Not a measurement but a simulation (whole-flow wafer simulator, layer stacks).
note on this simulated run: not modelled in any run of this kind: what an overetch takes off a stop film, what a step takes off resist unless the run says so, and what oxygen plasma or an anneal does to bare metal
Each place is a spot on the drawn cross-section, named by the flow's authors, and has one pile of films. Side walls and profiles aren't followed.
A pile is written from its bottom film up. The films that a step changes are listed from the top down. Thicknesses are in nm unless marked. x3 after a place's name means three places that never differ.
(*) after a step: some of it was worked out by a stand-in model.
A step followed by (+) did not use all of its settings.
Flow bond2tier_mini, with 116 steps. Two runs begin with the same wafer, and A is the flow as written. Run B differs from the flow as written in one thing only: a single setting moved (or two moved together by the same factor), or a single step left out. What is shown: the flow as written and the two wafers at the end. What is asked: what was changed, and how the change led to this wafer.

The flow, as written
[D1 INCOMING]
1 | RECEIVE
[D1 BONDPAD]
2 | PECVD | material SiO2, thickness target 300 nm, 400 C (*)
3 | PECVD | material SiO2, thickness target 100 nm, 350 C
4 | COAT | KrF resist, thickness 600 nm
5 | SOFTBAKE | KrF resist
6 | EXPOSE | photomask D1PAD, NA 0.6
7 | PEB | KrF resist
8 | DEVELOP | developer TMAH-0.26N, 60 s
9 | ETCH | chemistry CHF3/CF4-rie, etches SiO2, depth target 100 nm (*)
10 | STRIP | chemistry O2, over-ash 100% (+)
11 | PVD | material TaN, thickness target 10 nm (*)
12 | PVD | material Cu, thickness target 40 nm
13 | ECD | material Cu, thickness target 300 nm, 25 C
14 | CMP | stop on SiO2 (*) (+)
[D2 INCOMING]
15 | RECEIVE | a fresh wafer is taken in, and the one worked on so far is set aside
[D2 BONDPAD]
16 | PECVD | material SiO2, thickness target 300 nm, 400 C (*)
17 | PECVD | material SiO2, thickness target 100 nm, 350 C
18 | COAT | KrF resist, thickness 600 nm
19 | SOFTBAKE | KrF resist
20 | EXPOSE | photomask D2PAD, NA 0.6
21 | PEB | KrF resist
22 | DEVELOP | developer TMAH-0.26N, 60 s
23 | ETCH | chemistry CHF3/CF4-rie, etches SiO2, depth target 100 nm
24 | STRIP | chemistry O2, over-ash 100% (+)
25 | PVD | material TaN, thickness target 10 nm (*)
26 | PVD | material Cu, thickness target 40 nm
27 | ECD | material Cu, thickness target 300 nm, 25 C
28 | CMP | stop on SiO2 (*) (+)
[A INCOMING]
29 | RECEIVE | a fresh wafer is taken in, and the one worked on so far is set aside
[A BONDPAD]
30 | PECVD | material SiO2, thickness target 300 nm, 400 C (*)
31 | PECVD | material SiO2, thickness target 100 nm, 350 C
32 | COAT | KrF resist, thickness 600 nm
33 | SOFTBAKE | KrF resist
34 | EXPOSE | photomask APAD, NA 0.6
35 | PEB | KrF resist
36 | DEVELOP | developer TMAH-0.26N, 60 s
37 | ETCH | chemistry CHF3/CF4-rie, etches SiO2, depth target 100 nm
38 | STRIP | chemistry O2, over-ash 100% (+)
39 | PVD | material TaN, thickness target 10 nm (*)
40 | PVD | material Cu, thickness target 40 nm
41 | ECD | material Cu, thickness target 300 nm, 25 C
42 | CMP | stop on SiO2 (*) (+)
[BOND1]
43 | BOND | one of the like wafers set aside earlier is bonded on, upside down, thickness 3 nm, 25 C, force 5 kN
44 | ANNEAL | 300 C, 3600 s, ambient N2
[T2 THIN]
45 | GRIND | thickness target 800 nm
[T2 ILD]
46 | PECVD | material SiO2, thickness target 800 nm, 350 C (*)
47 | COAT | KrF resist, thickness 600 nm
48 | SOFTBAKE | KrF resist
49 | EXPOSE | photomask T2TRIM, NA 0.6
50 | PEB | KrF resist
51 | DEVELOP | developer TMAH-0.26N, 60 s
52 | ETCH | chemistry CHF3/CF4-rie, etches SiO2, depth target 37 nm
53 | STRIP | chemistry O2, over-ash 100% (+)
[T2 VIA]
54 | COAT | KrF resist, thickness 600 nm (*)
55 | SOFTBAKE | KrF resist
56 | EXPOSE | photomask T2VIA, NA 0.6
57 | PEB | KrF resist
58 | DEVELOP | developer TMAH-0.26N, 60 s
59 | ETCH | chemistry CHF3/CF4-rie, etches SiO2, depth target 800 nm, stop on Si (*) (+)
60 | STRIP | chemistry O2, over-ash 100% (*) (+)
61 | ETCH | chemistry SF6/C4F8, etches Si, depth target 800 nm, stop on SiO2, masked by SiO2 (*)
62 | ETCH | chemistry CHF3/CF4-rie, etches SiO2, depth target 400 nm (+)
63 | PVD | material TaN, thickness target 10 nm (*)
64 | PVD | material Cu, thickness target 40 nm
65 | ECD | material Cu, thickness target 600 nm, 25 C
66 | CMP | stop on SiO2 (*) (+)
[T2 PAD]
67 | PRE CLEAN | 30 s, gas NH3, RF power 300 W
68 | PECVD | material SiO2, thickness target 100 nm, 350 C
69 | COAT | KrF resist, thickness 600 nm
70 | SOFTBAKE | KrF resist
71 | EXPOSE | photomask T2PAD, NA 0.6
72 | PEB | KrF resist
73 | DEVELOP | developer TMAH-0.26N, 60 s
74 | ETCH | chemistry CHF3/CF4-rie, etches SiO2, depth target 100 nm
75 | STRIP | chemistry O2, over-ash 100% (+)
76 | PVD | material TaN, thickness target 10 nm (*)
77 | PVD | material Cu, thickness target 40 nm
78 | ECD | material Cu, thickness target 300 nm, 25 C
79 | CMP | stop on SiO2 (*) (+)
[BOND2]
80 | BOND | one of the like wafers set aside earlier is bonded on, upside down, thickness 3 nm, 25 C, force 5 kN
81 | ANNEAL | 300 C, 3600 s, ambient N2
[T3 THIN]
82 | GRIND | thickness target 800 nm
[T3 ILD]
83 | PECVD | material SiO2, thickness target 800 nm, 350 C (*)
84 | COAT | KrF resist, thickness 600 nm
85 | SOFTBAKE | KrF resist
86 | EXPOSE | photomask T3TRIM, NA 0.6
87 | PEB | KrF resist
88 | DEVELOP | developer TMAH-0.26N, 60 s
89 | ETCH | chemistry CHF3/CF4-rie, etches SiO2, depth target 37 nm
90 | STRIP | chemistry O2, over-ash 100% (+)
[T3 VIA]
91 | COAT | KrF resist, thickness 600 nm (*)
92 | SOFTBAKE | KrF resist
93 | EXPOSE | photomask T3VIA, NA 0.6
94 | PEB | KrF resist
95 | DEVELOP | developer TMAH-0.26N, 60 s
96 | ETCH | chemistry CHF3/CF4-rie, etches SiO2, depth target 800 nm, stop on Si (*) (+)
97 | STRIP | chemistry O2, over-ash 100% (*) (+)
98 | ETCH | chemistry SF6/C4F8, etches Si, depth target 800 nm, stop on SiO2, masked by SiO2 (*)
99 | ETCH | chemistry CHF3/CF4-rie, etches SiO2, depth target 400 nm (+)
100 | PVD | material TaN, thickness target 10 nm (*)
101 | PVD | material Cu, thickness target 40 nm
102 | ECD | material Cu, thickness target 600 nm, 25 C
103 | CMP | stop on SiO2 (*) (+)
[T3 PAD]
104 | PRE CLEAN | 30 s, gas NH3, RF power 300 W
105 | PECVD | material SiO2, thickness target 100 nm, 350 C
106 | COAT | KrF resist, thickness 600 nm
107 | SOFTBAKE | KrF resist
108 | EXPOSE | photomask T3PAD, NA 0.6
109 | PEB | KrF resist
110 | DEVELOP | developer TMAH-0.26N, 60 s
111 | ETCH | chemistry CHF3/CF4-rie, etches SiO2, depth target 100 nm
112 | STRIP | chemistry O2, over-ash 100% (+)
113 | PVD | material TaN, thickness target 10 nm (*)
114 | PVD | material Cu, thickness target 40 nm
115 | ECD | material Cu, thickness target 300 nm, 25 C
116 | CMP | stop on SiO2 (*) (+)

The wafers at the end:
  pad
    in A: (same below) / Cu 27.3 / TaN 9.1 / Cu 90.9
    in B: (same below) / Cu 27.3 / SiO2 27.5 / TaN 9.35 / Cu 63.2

Cause: step 111, ETCH: depth target 72.5 nm was run, while the flow as written has depth target 100 nm.

Step by step, how the change led to this:
  111 | ETCH | chemistry CHF3/CF4-rie, etches SiO2, depth target 100 nm
      pad: A -100 SiO2 (all of it) | B -72.5 SiO2
      field: A -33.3 KrF resist | B -24.2 KrF resist
  114 | PVD | material Cu, thickness target 40 nm
      pad: A +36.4 Cu (new film) | B +37.4 Cu (new film)
  115 | ECD | material Cu, thickness target 300 nm, 25 C
      pad: A +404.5 Cu | B +375.8 Cu
Taking metal films that touch as one body, pad has 4 bodies (between them, from the top down: SiO2 27.5; SiO2 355 / Si 800 / chemical SiO2 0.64 / SiO2 300; SiO2 355 / Si 800 / chemical SiO2 0.64 / SiO2 300); the flow as written gives 3 bodies (between them, from the top down: SiO2 355 / Si 800 / chemical SiO2 0.64 / SiO2 300; SiO2 355 / Si 800 / chemical SiO2 0.64 / SiO2 300).
